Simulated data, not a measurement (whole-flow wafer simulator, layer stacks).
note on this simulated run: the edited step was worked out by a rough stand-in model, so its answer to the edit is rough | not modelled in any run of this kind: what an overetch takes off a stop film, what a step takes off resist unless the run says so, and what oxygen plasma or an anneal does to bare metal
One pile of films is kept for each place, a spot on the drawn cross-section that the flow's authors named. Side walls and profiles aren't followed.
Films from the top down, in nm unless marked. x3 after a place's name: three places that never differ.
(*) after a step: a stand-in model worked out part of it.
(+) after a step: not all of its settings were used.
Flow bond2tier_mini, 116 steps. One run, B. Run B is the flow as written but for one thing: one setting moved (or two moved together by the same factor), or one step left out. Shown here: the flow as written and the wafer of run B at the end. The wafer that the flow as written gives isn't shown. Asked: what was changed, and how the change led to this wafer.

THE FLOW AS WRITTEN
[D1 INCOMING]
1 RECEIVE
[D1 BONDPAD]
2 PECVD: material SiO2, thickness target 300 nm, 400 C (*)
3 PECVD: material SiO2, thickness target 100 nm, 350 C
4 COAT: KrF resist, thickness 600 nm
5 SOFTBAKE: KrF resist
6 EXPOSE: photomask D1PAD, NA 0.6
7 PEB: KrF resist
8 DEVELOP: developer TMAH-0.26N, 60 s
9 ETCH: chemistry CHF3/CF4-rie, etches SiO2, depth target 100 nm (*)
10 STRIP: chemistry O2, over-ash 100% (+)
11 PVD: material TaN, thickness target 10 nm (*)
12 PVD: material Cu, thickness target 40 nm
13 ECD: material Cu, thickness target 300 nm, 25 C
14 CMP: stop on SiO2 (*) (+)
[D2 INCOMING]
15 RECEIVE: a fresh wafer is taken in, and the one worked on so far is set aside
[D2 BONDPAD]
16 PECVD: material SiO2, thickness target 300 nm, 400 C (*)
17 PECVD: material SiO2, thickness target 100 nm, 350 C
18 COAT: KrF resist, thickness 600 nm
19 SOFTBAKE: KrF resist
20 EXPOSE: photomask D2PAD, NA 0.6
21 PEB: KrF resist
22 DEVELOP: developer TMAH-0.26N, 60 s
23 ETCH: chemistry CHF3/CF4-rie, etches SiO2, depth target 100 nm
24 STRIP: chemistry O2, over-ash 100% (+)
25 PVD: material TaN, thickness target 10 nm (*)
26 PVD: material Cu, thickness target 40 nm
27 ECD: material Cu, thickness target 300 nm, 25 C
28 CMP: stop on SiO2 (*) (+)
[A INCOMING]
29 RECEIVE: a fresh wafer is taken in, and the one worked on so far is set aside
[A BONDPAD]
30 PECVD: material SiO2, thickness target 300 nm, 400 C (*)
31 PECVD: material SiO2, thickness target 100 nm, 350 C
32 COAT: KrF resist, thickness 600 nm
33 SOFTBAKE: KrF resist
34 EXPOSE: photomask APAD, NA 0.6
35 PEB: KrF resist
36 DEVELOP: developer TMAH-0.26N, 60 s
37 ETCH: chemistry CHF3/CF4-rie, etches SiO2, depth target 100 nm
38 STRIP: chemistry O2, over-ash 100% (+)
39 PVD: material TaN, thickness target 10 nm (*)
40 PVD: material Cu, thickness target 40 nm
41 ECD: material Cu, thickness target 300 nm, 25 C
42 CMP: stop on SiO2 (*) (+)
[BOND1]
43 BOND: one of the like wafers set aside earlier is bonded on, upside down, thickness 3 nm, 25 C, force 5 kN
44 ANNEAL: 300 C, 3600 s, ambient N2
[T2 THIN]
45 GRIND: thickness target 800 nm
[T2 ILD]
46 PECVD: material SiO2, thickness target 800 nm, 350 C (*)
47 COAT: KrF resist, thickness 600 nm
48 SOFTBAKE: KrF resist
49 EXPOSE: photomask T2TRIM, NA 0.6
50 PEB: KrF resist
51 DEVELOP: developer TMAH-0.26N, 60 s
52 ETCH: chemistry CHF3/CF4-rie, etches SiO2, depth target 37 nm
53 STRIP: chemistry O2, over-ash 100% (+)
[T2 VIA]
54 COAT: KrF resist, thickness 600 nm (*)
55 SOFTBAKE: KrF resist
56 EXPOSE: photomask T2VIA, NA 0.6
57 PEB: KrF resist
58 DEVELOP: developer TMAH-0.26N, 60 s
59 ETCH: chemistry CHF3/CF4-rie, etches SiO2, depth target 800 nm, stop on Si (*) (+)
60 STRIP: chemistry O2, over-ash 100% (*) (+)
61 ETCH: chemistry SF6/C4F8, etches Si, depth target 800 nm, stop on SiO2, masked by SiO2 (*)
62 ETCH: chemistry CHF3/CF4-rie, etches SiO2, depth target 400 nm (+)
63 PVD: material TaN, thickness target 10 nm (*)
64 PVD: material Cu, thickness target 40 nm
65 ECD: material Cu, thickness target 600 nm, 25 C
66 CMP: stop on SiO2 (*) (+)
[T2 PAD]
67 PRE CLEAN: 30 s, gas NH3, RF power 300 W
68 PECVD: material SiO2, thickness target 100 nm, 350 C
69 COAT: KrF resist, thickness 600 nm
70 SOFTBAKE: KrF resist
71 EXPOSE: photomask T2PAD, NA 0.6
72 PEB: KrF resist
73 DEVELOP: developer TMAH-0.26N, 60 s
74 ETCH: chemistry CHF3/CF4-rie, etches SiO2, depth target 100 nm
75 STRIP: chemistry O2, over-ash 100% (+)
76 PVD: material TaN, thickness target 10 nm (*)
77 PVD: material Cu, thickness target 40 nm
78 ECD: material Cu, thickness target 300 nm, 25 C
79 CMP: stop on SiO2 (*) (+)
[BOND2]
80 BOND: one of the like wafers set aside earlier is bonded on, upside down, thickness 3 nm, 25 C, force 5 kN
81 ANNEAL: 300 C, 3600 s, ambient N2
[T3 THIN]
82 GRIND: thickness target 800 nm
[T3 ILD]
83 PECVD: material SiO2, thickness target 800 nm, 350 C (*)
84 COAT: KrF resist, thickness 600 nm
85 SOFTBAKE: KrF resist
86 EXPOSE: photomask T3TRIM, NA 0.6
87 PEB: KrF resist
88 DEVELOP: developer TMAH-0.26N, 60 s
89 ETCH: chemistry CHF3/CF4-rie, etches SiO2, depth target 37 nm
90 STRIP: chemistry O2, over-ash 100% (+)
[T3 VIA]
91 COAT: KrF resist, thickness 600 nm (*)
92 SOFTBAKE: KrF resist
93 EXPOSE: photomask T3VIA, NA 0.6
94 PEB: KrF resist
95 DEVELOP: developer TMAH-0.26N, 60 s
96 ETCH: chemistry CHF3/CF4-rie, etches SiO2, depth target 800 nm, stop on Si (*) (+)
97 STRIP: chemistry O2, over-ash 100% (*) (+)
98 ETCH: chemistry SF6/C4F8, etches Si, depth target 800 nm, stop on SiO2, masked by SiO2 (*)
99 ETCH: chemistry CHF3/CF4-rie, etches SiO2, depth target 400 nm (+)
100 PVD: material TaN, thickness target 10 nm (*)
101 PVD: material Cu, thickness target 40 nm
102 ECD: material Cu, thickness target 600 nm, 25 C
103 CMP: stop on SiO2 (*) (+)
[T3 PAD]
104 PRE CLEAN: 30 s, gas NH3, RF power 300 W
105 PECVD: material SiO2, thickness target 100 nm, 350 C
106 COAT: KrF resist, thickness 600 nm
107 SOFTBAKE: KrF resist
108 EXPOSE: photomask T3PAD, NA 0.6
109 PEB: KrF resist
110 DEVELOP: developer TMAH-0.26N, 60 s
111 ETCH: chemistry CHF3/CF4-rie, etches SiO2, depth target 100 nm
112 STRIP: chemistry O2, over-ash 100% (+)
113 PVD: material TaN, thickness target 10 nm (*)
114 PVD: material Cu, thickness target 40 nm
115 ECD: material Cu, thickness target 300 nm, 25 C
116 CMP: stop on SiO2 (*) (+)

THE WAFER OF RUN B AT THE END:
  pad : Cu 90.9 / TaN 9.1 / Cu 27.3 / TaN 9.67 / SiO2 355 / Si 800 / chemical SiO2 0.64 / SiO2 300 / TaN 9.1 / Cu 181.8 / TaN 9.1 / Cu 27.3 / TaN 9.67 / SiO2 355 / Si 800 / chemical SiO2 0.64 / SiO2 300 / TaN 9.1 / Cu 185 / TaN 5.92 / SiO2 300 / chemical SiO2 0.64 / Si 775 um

The cause: step 39, PVD: thickness target 6.5 nm was run, where the flow has thickness target 10 nm.

How the change led to this, step by step:
  39 PVD: material TaN, thickness target 10 nm (*)
      field: TaN +6.5 (new film) (as written it would be: TaN +10 (new film))
      pad: TaN +5.92 (new film) (as written it would be: TaN +9.1 (new film))
      (and at 1 more place)
  42 CMP: stop on SiO2 (*) (+)
      field: Cu -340 (all of it), TaN -6.5 (all of it) (as written it would be: Cu -340 (all of it), TaN -10 (all of it))
